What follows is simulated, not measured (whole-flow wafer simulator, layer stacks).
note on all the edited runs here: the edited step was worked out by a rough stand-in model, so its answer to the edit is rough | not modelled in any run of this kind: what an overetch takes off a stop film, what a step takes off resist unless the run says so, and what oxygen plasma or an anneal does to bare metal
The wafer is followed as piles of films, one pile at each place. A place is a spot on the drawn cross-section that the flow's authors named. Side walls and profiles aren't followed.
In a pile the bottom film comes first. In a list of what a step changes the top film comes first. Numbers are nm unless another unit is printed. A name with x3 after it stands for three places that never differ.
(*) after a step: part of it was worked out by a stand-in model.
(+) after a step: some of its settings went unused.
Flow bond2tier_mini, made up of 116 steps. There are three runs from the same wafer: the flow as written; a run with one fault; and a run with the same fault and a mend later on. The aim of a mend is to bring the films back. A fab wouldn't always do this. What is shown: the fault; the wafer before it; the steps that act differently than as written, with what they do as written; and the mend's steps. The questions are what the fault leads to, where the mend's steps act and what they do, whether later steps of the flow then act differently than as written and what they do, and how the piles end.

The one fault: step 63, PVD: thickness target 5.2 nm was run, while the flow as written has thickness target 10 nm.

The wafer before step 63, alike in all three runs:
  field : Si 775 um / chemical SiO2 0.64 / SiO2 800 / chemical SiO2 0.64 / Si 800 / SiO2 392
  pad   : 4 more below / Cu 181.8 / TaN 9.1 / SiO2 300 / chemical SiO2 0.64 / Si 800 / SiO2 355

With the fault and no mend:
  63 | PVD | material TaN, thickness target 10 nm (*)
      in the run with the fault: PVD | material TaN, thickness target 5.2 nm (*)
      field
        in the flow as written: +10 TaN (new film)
        in the run with the fault: +5.2 TaN (new film)
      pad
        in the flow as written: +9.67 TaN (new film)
        in the run with the fault: +5.03 TaN (new film)
  Later steps of the flow acting differently than as written (1 other step is not shown; it differs only slightly, by no more than 2% or 0.5 nm, whichever is larger):
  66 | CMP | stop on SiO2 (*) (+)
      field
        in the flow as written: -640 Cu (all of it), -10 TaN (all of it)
        in the run with the fault: -640 Cu (all of it), -5.2 TaN (all of it)
  By the end, the piles at pad depart from the flow's by more than 2% or 0.5 nm, whichever is larger.
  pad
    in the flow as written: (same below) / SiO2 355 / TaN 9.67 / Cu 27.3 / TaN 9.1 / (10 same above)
    in the run with the fault: (same below) / SiO2 355 / TaN 5.03 / Cu 32 / TaN 9.1 / (10 same above)

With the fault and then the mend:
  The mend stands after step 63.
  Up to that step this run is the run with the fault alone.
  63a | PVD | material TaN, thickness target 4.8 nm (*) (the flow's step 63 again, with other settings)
      field
        +4.8 TaN
      pad
        +4.64 TaN
  None of the later steps of the flow acts differently than as written at any place that is followed.
  When the end is reached, the piles differ only a little from the flow's at the places that both follow, at most by 2% or 0.5 nm, whichever is larger.
